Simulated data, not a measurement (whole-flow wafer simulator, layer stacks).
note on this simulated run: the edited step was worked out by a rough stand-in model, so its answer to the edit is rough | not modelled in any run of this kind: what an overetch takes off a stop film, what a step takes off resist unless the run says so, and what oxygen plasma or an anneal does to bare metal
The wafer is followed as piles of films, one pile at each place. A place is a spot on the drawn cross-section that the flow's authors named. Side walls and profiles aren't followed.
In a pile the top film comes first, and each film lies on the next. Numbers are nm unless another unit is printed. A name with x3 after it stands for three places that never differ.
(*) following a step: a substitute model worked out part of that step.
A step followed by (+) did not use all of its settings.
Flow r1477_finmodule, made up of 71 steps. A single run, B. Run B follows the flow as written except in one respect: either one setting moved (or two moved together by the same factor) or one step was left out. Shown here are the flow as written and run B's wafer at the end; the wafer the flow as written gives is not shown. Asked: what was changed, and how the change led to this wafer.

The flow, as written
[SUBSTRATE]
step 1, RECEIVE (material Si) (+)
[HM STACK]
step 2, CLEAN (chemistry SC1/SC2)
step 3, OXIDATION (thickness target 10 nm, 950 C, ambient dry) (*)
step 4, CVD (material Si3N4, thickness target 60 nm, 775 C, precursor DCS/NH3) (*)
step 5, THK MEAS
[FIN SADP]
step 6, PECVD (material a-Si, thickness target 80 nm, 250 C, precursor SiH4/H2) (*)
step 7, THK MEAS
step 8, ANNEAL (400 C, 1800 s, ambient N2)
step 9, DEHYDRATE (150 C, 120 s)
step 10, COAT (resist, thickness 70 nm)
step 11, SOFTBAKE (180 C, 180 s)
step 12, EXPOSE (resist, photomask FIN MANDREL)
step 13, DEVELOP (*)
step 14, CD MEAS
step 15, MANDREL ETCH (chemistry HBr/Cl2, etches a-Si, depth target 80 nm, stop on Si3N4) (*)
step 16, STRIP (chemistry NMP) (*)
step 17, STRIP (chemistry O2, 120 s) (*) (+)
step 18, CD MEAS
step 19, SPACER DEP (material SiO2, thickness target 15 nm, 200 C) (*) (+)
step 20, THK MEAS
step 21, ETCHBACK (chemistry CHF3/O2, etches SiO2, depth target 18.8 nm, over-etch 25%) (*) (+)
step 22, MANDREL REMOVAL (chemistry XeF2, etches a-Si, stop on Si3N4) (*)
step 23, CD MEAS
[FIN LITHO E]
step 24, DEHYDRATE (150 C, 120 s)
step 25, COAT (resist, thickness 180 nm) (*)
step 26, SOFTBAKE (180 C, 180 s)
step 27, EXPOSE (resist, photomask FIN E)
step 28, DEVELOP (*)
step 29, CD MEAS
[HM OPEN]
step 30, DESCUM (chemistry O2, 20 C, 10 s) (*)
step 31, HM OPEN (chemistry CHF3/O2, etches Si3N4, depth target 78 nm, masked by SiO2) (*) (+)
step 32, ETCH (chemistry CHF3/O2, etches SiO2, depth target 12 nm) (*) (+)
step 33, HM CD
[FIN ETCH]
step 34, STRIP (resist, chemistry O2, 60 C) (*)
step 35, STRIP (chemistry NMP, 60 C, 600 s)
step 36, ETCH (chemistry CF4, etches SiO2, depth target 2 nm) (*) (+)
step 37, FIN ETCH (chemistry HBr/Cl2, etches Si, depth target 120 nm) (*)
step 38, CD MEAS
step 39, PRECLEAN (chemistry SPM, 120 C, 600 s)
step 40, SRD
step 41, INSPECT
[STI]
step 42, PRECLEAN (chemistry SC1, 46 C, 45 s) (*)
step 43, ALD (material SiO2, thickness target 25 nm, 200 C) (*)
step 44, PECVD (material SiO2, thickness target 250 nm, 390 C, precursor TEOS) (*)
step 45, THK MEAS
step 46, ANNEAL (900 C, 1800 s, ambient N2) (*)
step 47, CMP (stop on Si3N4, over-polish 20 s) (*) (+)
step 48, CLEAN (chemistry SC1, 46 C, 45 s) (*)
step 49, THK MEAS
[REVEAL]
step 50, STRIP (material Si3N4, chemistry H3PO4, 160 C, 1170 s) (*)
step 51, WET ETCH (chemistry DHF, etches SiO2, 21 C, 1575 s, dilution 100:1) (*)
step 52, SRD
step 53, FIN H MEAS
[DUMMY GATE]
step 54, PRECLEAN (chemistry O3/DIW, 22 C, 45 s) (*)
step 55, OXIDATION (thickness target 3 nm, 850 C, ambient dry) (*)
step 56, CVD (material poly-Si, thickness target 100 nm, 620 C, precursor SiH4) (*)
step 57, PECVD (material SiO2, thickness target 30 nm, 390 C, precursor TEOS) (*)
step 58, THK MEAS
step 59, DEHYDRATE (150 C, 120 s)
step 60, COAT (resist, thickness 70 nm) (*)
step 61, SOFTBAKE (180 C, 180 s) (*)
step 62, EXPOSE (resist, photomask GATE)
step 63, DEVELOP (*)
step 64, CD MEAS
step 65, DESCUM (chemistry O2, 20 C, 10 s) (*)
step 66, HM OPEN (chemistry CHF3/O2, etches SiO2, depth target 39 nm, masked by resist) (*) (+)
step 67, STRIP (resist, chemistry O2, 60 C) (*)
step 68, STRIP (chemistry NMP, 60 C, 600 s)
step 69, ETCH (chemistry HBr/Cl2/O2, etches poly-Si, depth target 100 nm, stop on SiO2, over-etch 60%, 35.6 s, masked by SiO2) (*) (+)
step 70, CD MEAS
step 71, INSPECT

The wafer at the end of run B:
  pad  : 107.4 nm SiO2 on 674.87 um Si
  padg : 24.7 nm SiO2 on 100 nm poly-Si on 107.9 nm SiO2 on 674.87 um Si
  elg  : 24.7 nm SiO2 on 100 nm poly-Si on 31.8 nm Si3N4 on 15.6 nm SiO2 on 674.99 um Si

Cause: step 3, OXIDATION: thickness target 15.6 nm was run, whereas the flow has thickness target 10 nm.
The wafer lets one read it off: elg has SiO2 15.6, and step 3 as written asks for 10 nm.

The path from the change to this, step by step:
  step 3, OXIDATION (thickness target 10 nm, 950 C, ambient dry) (*)
      pad, padg, elg and 33 more: SiO2 gains 15.6 (new film), chemical SiO2 loses 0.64 (all of it), Si loses 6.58 (it would be, as written: SiO2 gains 10 (new film), chemical SiO2 loses 0.64 (all of it), Si loses 4.12)
  step 31, HM OPEN (chemistry CHF3/O2, etches Si3N4, depth target 78 nm, masked by SiO2) (*) (+)
      pad, padg, esg and 13 more: Si3N4 loses 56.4 (all of it), SiO2 loses 10.8 (it would be, as written: Si3N4 loses 56.4 (all of it), SiO2 loses 10 (all of it))
  step 32, ETCH (chemistry CHF3/O2, etches SiO2, depth target 12 nm) (*) (+)
      pad, padg, e40sg and 11 more: SiO2 loses 4.79 (all of it), Si loses 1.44 (it would be, as written: Si loses 2.4)
      esg, eso: SiO2 loses 4.79 (all of it), Si loses 1.44 (it would be, as written: Si loses 1.77)
      (also at 6 further places)
  step 43, ALD (material SiO2, thickness target 25 nm, 200 C) (*)
      esg: SiO2 gains 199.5 (new film) (it would be, as written: SiO2 gains 194.3 (new film))
  step 47, CMP (stop on Si3N4, over-polish 20 s) (*) (+)
      pad, padg, e40sg and 11 more: SiO2 loses 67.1 (it would be, as written: SiO2 loses 71.8)
      eso: SiO2 loses 67.1 (it would be, as written: SiO2 loses 72.4)
  step 51, WET ETCH (chemistry DHF, etches SiO2, 21 C, 1575 s, dilution 100:1) (*)
      s40sg_line, s45sg_line, s50sg_line, s40so_line, s45so_line, s50so_line: SiO2 loses 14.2 (all of it) (it would be, as written: SiO2 loses 8.63 (all of it))
  step 56, CVD (material poly-Si, thickness target 100 nm, 620 C, precursor SiH4) (*)
      s40cg, s40co: poly-Si gains 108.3 (new film) (it would be, as written: poly-Si gains 113.9 (new film))
      s45cg, s45co: poly-Si gains 107.8 (new film) (it would be, as written: poly-Si gains 113.4 (new film))
      (also at 2 further places)
  step 60, COAT (resist, thickness 70 nm) (*)
      s40sg, s40so: resist gains 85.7 (new film) (it would be, as written: resist gains 91 (new film))
      s45sg, s45so: resist gains 85.6 (new film) (it would be, as written: resist gains 91 (new film))
      (also at 2 further places)
  step 63, DEVELOP (*)
      s40so: resist loses 85.7 (all of it) (it would be, as written: resist loses 91 (all of it))
      s45so: resist loses 85.6 (all of it) (it would be, as written: resist loses 91 (all of it))
      (also at 1 further place)
  step 67, STRIP (resist, chemistry O2, 60 C) (*)
      s40sg: resist loses 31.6 (all of it) (it would be, as written: resist loses 36.9 (all of it))
      s45sg: resist loses 31.5 (all of it) (it would be, as written: resist loses 36.9 (all of it))
      (also at 1 further place)
  step 69, ETCH (chemistry HBr/Cl2/O2, etches poly-Si, depth target 100 nm, stop on SiO2, over-etch 60%, 35.6 s, masked by SiO2) (*) (+)
      s40co: chemical SiO2 loses 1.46 (all of it), poly-Si loses 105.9 (all of it), SiO2 loses 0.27 (it would be, as written: chemical SiO2 loses 1.46 (all of it), poly-Si loses 111.5 (all of it), SiO2 loses 0.24)
      s45co: chemical SiO2 loses 1.46 (all of it), poly-Si loses 105.3 (all of it), SiO2 loses 0.27 (it would be, as written: chemical SiO2 loses 1.46 (all of it), poly-Si loses 110.9 (all of it), SiO2 loses 0.25)
      (also at 1 further place)
